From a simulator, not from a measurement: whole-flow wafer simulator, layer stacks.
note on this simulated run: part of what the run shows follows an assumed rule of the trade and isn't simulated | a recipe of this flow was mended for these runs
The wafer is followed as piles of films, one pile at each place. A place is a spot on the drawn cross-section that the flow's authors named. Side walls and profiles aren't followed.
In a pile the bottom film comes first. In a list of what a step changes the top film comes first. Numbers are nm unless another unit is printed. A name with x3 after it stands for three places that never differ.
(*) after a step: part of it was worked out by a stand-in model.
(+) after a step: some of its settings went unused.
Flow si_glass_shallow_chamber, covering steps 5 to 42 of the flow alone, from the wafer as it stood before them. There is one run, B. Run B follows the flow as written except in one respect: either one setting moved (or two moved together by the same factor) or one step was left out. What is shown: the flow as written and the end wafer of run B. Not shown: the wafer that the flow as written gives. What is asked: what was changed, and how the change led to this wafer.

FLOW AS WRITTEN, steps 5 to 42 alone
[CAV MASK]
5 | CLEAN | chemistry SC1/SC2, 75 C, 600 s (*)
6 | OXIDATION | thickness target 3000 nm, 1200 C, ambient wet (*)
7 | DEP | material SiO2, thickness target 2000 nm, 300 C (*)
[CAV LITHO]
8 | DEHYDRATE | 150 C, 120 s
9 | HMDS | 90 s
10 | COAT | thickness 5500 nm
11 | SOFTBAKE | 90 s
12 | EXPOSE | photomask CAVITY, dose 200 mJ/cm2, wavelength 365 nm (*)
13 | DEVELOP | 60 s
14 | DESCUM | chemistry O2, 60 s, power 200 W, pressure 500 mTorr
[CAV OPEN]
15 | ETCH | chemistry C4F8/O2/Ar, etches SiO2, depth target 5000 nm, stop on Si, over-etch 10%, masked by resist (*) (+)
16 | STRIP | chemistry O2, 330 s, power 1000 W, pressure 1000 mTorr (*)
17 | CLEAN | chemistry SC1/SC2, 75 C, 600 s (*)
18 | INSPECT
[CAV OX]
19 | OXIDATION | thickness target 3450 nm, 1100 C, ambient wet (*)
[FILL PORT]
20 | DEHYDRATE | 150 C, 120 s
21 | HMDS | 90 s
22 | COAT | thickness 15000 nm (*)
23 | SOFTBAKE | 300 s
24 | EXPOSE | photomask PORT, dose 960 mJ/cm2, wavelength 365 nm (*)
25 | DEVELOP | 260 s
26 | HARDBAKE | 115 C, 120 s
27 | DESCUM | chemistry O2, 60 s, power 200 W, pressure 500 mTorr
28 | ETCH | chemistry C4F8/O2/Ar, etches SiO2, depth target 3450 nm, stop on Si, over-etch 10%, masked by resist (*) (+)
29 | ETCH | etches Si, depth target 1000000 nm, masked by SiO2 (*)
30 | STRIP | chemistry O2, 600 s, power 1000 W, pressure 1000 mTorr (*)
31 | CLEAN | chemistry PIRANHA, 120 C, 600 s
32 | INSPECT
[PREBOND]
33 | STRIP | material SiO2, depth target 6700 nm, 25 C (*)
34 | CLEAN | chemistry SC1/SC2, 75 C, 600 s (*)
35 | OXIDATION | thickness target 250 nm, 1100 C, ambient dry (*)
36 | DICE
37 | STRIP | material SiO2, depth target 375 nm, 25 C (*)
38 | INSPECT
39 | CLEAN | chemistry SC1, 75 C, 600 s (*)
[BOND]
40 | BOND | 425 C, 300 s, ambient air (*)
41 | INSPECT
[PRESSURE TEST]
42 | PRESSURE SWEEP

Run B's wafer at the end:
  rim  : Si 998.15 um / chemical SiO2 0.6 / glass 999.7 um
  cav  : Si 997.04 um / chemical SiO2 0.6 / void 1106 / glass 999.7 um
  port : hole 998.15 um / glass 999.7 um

The reason: step 6, OXIDATION: 1165 C was run, whereas the flow has 1200 C.

Step by step, how the change led to this:
  6 | OXIDATION | thickness target 3000 nm, 1200 C, ambient wet (*)
      rim, ramp, cav, port, septum, ring: SiO2 gains 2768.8 (new film), chemical SiO2 loses 0.6 (all of it), Si loses 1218 (in the flow as written it would be: SiO2 gains 3000 (new film), chemical SiO2 loses 0.6 (all of it), Si loses 1319.7)
  15 | ETCH | chemistry C4F8/O2/Ar, etches SiO2, depth target 5000 nm, stop on Si, over-etch 10%, masked by resist (*) (+)
      rim, ramp, septum, ring: thick-i-line-resist loses 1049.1 (in the flow as written it would be: thick-i-line-resist loses 1100)
      cav, port: SiO2 loses 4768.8 (all of it), Si loses 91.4 (in the flow as written it would be: SiO2 loses 5000 (all of it), Si loses 62.5)
  19 | OXIDATION | thickness target 3450 nm, 1100 C, ambient wet (*)
      rim, ramp, septum, ring: SiO2 gains 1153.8, Si loses 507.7 (in the flow as written it would be: SiO2 gains 1110.9, Si loses 488.8)
  22 | COAT | thickness 15000 nm (*)
      rim: thick-i-line-resist gains 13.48 um (new film) (in the flow as written it would be: thick-i-line-resist gains 13.4 um (new film))
      ramp: thick-i-line-resist gains 12.99 um (new film) (in the flow as written it would be: thick-i-line-resist gains 12.89 um (new film))
      (as well as at 3 more places)
  23 | SOFTBAKE | 300 s
      rim: thick-i-line-resist loses 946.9 (in the flow as written it would be: thick-i-line-resist loses 997)
      ramp: thick-i-line-resist loses 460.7 (in the flow as written it would be: thick-i-line-resist loses 487.1)
      (as well as at 4 more places)
  25 | DEVELOP | 260 s
      port: thick-i-line-resist loses 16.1 um (all of it) (in the flow as written it would be: thick-i-line-resist loses 16.16 um (all of it))
  29 | ETCH | etches Si, depth target 1000000 nm, masked by SiO2 (*)
      rim, ramp: thick-i-line-resist loses 11.6 um (all of it), SiO2 loses 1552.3 (in the flow as written it would be: thick-i-line-resist loses 11.47 um (all of it), SiO2 loses 1617.3)
      port: hole gains 997.12 um (new film), Si loses 997.12 um (all of it) (in the flow as written it would be: hole gains 997.05 um (new film), Si loses 997.05 um (all of it))
      (as well as at 2 more places)
  30 | STRIP | chemistry O2, 600 s, power 1000 W, pressure 1000 mTorr (*)
      cav: thick-i-line-resist loses 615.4 (all of it) (in the flow as written it would be: thick-i-line-resist loses 669.6 (all of it))
  33 | STRIP | material SiO2, depth target 6700 nm, 25 C (*)
      rim, ramp: SiO2 loses 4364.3 (all of it) (in the flow as written it would be: SiO2 loses 4487.5 (all of it))
      septum: SiO2 loses 5549.5 (all of it) (in the flow as written it would be: SiO2 loses 5732.1 (all of it))
      (as well as at 1 more place)
